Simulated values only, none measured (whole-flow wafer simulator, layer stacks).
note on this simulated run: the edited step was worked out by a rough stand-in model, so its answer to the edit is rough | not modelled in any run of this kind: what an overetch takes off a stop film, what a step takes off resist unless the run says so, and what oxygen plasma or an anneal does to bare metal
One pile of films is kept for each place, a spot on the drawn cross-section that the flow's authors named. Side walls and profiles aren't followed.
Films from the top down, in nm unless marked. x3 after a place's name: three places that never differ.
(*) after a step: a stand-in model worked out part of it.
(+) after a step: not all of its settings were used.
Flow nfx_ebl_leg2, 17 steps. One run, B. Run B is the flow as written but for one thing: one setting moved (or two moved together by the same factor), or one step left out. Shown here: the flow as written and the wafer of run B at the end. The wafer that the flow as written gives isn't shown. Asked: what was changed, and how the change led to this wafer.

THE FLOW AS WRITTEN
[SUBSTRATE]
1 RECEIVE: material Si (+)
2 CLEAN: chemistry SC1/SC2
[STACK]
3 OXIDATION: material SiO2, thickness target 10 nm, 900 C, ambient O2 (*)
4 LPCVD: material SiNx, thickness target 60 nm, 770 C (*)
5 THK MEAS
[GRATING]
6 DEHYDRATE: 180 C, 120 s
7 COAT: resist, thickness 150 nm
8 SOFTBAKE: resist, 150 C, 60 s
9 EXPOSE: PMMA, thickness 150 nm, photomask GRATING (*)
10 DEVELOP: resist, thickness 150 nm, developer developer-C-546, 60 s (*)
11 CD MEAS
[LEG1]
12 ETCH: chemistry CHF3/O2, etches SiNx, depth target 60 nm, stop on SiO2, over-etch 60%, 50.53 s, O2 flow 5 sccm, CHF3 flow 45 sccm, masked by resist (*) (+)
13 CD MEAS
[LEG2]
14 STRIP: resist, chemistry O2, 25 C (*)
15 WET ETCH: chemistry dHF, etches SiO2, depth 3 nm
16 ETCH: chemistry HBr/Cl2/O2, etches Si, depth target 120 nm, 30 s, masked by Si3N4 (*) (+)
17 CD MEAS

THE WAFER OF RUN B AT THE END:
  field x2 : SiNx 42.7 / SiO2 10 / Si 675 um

The cause: step 4, LPCVD: thickness target 49.5 nm was run, where the flow has thickness target 60 nm.

How the change led to this, step by step:
  4 LPCVD: material SiNx, thickness target 60 nm, 770 C (*)
      field x2, pad x2: SiNx +49.5 (new film) (as written it would be: SiNx +60 (new film))
  12 ETCH: chemistry CHF3/O2, etches SiNx, depth target 60 nm, stop on SiO2, over-etch 60%, 50.53 s, O2 flow 5 sccm, CHF3 flow 45 sccm, masked by resist (*) (+)
      pad x2: SiNx -49.5 (all of it), SiO2 -10 (all of it) (as written it would be: SiNx -60 (all of it), SiO2 -10 (all of it))
